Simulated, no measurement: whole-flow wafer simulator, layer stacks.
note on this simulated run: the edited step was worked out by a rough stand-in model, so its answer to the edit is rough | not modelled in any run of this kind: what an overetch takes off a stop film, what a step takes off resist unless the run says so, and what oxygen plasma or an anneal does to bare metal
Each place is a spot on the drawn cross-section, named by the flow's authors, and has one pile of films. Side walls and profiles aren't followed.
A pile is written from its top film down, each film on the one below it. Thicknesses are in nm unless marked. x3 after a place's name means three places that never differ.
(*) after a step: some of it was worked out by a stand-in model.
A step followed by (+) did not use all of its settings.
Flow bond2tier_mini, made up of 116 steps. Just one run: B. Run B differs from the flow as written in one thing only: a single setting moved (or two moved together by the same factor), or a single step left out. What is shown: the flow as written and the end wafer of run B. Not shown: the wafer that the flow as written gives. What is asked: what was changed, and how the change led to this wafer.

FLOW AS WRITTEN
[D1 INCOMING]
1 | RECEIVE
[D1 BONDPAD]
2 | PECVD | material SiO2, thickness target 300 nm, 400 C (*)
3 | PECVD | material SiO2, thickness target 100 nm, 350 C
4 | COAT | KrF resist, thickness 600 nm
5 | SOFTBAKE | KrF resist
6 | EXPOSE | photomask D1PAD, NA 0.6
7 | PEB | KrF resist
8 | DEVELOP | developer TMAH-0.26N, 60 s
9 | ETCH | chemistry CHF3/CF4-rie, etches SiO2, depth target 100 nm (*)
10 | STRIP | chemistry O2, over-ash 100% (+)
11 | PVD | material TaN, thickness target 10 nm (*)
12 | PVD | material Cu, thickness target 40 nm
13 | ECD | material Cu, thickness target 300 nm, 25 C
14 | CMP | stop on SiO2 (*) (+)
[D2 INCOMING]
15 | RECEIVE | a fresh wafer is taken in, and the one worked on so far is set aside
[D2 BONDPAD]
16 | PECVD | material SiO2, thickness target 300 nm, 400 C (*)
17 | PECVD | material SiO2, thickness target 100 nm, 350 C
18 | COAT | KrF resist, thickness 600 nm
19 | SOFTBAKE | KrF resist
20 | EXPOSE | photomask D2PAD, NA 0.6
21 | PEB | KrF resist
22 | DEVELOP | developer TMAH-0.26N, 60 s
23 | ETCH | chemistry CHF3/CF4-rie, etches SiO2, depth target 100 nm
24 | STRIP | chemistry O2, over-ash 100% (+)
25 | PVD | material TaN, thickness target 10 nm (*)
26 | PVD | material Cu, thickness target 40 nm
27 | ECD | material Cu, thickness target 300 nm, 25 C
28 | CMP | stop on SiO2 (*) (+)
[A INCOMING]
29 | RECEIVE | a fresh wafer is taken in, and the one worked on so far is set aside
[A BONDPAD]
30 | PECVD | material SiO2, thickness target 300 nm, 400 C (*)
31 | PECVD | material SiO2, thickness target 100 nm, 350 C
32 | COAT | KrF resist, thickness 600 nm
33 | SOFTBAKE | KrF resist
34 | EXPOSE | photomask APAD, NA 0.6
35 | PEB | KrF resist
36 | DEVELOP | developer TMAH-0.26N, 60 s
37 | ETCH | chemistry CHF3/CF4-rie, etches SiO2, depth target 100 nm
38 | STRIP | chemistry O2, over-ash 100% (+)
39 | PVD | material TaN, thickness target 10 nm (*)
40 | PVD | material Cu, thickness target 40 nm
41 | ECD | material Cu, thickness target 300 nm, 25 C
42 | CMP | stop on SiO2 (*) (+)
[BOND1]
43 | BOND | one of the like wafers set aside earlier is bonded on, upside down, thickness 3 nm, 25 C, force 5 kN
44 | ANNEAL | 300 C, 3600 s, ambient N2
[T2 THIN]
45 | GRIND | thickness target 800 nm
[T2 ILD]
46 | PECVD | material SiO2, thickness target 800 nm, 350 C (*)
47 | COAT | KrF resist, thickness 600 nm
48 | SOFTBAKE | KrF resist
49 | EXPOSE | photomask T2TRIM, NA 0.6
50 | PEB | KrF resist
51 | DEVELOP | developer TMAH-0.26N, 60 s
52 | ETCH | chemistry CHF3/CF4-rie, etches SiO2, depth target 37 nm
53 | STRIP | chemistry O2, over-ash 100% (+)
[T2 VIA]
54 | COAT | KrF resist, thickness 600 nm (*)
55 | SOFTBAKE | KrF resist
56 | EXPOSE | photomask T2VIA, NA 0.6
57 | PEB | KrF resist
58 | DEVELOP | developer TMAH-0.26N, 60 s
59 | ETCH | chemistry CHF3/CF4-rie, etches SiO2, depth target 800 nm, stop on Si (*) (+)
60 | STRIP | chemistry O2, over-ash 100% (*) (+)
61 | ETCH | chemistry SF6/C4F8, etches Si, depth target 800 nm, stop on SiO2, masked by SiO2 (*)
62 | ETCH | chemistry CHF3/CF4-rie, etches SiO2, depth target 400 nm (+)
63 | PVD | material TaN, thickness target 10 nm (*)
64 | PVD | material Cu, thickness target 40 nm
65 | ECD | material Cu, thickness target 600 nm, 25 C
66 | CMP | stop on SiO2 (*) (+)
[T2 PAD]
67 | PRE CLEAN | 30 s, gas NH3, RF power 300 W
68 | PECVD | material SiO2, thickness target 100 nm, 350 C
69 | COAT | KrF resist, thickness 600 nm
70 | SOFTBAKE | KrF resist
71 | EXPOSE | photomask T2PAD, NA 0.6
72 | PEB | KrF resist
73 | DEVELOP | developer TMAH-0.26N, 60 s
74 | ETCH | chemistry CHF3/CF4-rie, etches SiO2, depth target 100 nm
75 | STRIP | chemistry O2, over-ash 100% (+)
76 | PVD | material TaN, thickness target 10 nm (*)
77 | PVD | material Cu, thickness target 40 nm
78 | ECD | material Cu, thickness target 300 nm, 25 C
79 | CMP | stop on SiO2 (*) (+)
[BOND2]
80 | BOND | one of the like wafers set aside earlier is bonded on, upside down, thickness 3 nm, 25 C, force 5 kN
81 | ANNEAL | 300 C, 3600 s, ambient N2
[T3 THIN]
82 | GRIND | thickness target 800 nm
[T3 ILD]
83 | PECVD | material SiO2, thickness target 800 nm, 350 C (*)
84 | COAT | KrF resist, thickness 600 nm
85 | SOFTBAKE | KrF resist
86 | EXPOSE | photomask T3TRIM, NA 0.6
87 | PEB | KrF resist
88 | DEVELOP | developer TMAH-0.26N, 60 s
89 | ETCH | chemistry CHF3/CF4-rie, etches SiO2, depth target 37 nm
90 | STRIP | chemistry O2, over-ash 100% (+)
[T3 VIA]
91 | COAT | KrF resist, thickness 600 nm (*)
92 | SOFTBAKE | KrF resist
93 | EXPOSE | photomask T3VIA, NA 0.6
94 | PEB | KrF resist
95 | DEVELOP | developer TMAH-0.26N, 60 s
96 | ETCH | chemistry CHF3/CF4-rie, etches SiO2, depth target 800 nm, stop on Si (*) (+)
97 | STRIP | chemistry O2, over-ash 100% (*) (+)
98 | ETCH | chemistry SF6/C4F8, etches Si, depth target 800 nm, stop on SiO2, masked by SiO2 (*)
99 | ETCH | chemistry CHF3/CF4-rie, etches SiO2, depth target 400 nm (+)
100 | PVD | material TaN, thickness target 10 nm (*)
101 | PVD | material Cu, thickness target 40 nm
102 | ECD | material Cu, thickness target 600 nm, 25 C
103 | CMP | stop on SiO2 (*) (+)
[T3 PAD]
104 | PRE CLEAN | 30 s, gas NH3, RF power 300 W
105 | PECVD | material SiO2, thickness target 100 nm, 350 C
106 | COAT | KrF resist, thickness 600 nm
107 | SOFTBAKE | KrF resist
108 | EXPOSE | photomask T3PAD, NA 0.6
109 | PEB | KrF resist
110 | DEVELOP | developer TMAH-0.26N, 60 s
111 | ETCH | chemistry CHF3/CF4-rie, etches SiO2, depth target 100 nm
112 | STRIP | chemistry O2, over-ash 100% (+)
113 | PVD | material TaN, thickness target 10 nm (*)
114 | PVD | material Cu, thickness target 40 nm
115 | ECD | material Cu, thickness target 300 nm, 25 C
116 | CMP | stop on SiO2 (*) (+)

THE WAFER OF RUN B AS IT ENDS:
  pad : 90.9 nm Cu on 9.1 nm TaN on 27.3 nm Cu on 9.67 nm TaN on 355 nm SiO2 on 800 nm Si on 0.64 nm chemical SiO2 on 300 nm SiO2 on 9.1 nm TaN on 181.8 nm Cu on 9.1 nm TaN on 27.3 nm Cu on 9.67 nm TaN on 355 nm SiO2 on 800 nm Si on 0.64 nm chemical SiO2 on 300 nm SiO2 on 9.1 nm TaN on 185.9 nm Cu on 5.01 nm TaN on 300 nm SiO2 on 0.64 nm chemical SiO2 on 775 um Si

What caused this: step 39, PVD: thickness target 5.5 nm was run, while the flow as written has thickness target 10 nm.

Step by step, how the change led to this:
  39 | PVD | material TaN, thickness target 10 nm (*)
      field: TaN gains 5.5 (new film) (it would be, as written: TaN gains 10 (new film))
      pad: TaN gains 5.01 (new film) (it would be, as written: TaN gains 9.1 (new film))
      (also at 1 further place)
  42 | CMP | stop on SiO2 (*) (+)
      field: Cu loses 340 (all of it), TaN loses 5.5 (all of it) (it would be, as written: Cu loses 340 (all of it), TaN loses 10 (all of it))
